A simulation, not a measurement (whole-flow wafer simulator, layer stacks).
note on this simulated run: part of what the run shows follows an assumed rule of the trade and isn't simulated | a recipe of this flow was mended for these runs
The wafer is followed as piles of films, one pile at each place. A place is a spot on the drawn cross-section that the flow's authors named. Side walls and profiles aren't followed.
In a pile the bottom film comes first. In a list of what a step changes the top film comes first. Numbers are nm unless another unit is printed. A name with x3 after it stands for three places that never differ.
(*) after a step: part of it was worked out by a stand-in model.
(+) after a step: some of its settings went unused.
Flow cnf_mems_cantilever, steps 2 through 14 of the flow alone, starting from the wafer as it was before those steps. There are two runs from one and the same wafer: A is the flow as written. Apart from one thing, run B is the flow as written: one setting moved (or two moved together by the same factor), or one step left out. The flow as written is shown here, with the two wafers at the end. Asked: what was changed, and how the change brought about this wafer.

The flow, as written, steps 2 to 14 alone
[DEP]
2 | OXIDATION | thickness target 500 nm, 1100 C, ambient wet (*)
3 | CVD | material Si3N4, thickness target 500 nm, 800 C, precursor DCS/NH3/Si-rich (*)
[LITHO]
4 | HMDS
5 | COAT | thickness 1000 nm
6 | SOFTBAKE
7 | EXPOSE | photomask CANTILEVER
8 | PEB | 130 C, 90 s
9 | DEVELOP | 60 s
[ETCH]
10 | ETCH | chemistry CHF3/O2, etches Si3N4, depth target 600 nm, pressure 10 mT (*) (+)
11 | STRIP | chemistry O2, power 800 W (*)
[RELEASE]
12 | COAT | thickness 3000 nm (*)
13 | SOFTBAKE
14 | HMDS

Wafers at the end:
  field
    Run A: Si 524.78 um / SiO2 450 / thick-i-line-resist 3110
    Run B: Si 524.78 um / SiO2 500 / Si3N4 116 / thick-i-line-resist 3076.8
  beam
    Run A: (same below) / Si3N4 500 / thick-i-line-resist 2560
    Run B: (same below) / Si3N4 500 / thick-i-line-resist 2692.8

The reason: step 10, ETCH: depth target 384 nm was run, whereas the flow has depth target 600 nm.

The path from the change to this, step by step:
  10 | ETCH | chemistry CHF3/O2, etches Si3N4, depth target 600 nm, pressure 10 mT (*) (+)
      field: A Si3N4 loses 500 (all of it), SiO2 loses 50 | B Si3N4 loses 384
      beam: A KrF-resist loses 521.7 | B KrF-resist loses 333.9
  11 | STRIP | chemistry O2, power 800 W (*)
      beam: A KrF-resist loses 460.9 (all of it) | B KrF-resist loses 648.8 (all of it)
  12 | COAT | thickness 3000 nm (*)
      beam: A thick-i-line-resist gains 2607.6 (new film) | B thick-i-line-resist gains 2724.1 (new film)
  13 | SOFTBAKE
      field: A thick-i-line-resist gains 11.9 | B thick-i-line-resist gains 7.83
      beam: A thick-i-line-resist loses 47.6 | B thick-i-line-resist loses 31.3
